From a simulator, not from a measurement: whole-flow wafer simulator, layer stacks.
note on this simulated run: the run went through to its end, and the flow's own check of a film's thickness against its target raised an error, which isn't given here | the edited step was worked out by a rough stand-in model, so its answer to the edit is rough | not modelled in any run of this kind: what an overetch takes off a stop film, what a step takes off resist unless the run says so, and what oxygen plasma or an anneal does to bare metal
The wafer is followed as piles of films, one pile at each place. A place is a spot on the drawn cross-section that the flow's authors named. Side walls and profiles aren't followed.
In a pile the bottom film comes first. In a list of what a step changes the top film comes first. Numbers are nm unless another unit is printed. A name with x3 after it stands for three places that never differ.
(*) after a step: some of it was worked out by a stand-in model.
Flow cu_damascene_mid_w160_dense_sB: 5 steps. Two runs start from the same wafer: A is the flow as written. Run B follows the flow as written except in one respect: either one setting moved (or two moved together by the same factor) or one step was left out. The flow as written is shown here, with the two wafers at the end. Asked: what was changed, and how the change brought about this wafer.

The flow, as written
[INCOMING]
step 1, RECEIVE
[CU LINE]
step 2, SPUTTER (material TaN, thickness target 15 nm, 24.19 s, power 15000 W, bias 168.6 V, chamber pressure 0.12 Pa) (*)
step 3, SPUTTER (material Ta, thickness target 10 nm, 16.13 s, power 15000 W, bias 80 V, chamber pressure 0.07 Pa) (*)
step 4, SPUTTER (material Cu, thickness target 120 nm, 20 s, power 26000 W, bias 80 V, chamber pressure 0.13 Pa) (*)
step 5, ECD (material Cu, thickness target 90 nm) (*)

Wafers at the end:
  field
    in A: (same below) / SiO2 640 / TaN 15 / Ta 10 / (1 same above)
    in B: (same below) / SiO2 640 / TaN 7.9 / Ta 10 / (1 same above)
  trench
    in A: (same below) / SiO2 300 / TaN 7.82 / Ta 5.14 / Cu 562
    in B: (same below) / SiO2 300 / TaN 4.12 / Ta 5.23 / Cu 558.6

Cause: step 2, SPUTTER: thickness target 7.9 nm was run, whereas the flow has thickness target 15 nm; step 2, SPUTTER: 12.7 s was run, where the flow has 24.19 s.
The wafer itself shows it: field has TaN 7.9, and step 2 as written asks for 15 nm.

The path from the change to this, step by step:
  step 2, SPUTTER (material TaN, thickness target 15 nm, 24.19 s, power 15000 W, bias 168.6 V, chamber pressure 0.12 Pa) (*)
      field: A TaN gains 15 (new film) | B TaN gains 7.9 (new film)
      trench: A TaN gains 7.82 (new film) | B TaN gains 4.12 (new film)
